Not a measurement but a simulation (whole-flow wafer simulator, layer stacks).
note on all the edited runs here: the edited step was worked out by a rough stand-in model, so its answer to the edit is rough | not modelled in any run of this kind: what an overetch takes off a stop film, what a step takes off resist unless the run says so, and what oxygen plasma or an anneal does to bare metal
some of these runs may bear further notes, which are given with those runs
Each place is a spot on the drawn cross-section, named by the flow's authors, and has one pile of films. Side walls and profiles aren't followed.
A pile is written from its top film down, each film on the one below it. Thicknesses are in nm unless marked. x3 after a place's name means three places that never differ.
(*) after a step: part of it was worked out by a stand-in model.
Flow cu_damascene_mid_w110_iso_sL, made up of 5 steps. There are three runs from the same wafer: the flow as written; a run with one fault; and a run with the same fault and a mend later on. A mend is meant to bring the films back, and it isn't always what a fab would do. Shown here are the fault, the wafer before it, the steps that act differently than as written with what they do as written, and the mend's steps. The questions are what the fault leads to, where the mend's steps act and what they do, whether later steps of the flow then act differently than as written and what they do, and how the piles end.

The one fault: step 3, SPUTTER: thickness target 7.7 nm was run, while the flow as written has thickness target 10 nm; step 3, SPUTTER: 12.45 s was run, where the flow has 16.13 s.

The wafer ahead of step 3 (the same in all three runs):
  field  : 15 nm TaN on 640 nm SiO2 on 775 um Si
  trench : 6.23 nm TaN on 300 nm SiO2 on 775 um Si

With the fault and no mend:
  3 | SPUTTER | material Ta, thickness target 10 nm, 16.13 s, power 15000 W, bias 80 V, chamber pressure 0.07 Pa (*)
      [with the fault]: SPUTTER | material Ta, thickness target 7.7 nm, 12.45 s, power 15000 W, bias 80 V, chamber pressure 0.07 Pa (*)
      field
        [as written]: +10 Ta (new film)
        [with the fault]: +7.7 Ta (new film)
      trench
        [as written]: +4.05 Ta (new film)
        [with the fault]: +3.11 Ta (new film)
  None of the later steps of the flow differs from how it acts as written, at any place that is followed, by more than 2% or 0.5 nm, whichever is larger.
  At field, trench, the piles at the end differ from the flow's by more than 2% or 0.5 nm, whichever is larger.
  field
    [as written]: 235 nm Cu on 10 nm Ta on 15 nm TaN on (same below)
    [with the fault]: 235 nm Cu on 7.7 nm Ta on 15 nm TaN on (same below)
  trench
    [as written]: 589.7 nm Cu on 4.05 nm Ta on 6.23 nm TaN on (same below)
    [with the fault]: 588.4 nm Cu on 3.11 nm Ta on 6.23 nm TaN on (same below)

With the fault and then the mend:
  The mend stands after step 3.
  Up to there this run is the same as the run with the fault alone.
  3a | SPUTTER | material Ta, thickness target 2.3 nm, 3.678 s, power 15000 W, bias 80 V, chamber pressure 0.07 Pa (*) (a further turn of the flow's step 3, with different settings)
      field
        +2.3 Ta
      trench
        +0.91 Ta
  None of the later steps of the flow acts differently than as written at any place that is followed.
  The piles end only slightly different from the flow's at the places that both follow, by no more than 2% or 0.5 nm, whichever is larger.
